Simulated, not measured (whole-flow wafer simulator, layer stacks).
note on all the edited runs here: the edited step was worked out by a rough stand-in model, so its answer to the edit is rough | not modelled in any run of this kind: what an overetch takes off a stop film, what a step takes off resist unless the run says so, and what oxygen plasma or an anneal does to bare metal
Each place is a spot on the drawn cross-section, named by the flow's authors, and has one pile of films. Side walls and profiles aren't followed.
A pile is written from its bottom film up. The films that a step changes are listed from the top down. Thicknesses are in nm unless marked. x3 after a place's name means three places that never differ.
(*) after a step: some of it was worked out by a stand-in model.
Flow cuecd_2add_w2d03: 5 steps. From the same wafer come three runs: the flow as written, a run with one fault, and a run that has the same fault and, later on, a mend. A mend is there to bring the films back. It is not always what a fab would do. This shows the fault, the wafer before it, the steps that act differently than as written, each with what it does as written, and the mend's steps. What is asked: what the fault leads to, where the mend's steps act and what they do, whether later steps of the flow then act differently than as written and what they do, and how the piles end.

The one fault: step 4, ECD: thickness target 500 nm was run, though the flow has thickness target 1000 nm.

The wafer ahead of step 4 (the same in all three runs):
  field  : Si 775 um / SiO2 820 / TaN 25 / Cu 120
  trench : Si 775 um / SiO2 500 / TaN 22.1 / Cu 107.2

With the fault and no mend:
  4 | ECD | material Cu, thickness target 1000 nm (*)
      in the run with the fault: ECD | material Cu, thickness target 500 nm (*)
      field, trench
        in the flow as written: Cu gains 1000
        in the run with the fault: Cu gains 500
  None of the later steps of the flow acts differently than as written at any place that is followed.
  The piles end different from the flow's at field, trench by more than 2% or 0.5 nm, whichever is larger.
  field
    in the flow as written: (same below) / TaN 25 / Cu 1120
    in the run with the fault: (same below) / TaN 25 / Cu 620
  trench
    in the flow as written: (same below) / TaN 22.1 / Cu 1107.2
    in the run with the fault: (same below) / TaN 22.1 / Cu 607.2

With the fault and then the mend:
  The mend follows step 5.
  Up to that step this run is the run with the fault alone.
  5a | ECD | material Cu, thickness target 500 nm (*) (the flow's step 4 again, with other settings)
      field, trench
        Cu gains 500
  None of the later steps of the flow acts differently than as written at any place that is followed.
  At every place that both follow, the piles at the end match the flow's.
